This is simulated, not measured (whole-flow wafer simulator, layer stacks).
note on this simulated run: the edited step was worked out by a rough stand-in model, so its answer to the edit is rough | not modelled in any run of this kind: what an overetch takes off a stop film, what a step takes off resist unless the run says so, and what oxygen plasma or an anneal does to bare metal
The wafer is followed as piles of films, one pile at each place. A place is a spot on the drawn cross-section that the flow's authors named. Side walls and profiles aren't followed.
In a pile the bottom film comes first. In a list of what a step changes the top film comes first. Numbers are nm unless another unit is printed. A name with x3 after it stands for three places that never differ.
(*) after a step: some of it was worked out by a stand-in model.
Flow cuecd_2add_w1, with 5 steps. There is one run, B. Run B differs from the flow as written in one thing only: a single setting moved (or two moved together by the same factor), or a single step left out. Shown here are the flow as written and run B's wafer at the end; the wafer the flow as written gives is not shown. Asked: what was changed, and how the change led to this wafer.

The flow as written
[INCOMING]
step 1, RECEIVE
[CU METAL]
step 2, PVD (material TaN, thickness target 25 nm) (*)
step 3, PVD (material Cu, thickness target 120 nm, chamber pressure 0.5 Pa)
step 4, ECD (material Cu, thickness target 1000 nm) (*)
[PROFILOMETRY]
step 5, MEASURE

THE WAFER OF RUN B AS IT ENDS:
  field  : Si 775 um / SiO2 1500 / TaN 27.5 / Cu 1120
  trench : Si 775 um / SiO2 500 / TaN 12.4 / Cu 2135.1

The reason: step 2, PVD: thickness target 27.5 nm was run, though the flow has thickness target 25 nm.
One can read it off the wafer: field has TaN 27.5, and step 2 as written asks for 25 nm.

Step by step, how the change led to this:
  step 2, PVD (material TaN, thickness target 25 nm) (*)
      field: +27.5 TaN (new film) (as written it would have been: +25 TaN (new film))
      trench: +12.4 TaN (new film) (as written it would have been: +11.2 TaN (new film))
